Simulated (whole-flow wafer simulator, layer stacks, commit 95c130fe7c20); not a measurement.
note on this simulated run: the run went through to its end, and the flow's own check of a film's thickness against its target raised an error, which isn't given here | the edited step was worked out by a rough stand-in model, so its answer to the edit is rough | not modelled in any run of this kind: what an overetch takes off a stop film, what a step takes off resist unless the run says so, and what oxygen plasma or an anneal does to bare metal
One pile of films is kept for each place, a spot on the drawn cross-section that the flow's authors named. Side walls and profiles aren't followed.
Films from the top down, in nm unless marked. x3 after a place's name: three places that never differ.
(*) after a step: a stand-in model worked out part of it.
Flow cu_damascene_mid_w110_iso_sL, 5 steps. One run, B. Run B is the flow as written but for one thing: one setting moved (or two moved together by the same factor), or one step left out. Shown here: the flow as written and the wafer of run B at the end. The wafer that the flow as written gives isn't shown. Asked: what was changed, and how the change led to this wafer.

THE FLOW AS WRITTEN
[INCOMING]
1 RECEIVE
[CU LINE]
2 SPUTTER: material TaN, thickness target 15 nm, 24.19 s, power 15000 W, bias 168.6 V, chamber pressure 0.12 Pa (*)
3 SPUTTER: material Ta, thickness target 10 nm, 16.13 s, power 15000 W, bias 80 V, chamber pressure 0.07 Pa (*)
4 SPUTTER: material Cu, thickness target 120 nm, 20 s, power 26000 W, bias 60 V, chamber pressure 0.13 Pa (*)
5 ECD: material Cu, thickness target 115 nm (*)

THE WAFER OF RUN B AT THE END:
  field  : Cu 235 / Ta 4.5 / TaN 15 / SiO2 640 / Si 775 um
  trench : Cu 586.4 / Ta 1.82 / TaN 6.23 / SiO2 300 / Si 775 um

The cause: step 3, SPUTTER: thickness target 4.5 nm was run, where the flow has thickness target 10 nm.
It can be read off the wafer: field has Ta 4.5, and step 3 as written asks for 10 nm.

How the change led to this, step by step:
  3 SPUTTER: material Ta, thickness target 10 nm, 16.13 s, power 15000 W, bias 80 V, chamber pressure 0.07 Pa (*)
      field: Ta +4.5 (new film) (as written it would be: Ta +10 (new film))
      trench: Ta +1.82 (new film) (as written it would be: Ta +4.05 (new film))
